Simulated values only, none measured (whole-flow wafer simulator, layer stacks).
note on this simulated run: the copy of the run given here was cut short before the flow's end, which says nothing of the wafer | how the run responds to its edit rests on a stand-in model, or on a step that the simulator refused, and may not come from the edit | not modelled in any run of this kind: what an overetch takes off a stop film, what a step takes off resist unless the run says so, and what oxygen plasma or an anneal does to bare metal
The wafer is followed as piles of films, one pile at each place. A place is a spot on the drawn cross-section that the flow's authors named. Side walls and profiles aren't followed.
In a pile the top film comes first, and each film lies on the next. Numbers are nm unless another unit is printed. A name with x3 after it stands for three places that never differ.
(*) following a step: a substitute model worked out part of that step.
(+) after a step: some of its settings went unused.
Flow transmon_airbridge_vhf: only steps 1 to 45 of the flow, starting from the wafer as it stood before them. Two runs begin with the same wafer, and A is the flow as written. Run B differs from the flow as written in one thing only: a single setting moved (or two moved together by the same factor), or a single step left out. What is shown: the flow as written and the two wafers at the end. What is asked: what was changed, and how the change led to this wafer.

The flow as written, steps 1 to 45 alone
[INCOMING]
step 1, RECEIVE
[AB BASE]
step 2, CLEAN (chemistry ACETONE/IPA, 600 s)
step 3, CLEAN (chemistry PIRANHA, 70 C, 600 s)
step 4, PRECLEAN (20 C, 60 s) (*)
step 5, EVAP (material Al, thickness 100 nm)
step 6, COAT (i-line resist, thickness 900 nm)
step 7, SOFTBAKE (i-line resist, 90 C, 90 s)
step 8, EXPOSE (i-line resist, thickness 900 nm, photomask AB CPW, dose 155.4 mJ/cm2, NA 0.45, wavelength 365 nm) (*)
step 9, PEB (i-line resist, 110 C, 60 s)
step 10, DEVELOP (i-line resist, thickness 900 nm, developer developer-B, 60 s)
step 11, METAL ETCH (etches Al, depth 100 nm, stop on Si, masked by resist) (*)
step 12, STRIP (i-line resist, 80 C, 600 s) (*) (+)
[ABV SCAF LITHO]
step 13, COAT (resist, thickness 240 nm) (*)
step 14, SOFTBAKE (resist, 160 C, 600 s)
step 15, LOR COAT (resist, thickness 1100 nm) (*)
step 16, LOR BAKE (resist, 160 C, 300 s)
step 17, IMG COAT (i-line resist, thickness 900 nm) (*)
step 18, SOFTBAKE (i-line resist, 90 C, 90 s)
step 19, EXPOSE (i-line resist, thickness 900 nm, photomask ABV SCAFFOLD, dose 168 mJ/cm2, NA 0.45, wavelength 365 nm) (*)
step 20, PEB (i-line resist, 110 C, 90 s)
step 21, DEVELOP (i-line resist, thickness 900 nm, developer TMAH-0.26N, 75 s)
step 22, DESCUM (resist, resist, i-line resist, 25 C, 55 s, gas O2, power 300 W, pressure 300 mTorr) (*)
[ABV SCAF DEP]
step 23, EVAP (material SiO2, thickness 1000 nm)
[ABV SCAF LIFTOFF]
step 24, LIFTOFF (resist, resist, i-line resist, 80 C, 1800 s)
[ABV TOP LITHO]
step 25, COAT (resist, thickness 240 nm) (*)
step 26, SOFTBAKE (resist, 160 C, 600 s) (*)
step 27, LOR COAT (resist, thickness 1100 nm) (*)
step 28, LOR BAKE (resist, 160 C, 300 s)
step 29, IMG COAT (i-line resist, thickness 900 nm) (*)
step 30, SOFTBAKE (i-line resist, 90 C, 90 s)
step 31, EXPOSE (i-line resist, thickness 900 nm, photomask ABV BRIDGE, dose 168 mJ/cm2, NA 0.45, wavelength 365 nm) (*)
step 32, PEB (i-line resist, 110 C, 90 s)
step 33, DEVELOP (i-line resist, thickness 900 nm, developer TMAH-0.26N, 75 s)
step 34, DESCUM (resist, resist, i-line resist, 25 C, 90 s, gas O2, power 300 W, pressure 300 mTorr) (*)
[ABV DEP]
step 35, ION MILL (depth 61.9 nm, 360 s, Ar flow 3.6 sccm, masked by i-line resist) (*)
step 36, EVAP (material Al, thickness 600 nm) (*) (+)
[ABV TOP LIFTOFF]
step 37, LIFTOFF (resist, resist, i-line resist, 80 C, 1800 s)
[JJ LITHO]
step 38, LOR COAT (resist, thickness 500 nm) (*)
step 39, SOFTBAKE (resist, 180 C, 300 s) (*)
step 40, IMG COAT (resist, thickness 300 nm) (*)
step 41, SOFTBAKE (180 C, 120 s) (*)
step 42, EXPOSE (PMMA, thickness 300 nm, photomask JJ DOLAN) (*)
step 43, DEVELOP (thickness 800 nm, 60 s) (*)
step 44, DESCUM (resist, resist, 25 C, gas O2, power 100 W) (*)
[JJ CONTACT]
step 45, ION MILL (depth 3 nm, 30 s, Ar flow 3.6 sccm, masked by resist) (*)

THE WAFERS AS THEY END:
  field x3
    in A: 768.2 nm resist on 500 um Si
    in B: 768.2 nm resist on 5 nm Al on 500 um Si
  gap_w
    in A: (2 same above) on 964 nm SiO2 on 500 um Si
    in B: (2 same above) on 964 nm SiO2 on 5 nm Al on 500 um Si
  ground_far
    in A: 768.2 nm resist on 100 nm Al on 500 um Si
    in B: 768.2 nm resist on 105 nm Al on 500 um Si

What caused this: step 5, EVAP: thickness 105 nm was run, though the flow has thickness 100 nm.
The wafer itself shows it: ground_far has Al 105, and step 5 as written asks for 100 nm.

How this came from the change, step by step:
  step 5, EVAP (material Al, thickness 100 nm)
      field x3, jj_line, ground_far and 12 more: A Al gains 100 (new film) | B Al gains 105 (new film)
  step 11, METAL ETCH (etches Al, depth 100 nm, stop on Si, masked by resist) (*)
      field x3, jj_line, gap_w, gap_e: A Al loses 100 (all of it) | B Al loses 100
  step 45, ION MILL (depth 3 nm, 30 s, Ar flow 3.6 sccm, masked by resist) (*)
      jj_line: A Si loses 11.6 | B Al loses 5 (all of it), Si loses 8.81
Taking metal films that touch as one body, field x3 has 1 body; the flow as written gives 0 bodies.
Taking metal films that touch as one body, gap_w has 2 bodies (between them, from the top down: SiO2 964); the flow as written gives 1 body.
